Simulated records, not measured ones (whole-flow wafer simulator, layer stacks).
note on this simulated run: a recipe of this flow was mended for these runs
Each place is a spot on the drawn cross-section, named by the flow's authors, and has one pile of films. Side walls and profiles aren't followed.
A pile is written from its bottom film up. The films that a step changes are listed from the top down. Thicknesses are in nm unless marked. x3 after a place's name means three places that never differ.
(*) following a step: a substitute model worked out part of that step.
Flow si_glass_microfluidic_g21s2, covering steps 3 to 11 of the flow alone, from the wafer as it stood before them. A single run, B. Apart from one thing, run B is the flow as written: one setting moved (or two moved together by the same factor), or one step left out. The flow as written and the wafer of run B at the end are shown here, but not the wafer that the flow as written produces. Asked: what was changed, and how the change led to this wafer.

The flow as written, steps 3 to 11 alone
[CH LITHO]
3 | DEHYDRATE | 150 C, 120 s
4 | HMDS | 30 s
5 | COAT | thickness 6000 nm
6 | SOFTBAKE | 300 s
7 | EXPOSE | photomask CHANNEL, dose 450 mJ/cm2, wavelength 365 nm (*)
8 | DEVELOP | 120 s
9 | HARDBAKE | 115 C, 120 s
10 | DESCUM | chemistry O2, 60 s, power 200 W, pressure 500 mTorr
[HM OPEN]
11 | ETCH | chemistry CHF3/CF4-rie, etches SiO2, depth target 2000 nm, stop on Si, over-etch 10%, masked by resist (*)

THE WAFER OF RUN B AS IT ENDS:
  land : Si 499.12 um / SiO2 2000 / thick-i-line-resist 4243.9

The reason: step 5, COAT: thickness 5068 nm was run, while the flow as written has thickness 6000 nm.

How this came from the change, step by step:
  5 | COAT | thickness 6000 nm
      land, trench20 x3: thick-i-line-resist gains 5068 (new film) (it would be, as written: thick-i-line-resist gains 6000 (new film))
  8 | DEVELOP | 120 s
      trench20 x3: thick-i-line-resist loses 5068 (all of it) (it would be, as written: thick-i-line-resist loses 6000 (all of it))
  9 | HARDBAKE | 115 C, 120 s
      land: thick-i-line-resist loses 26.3 (it would be, as written: thick-i-line-resist loses 33.5)
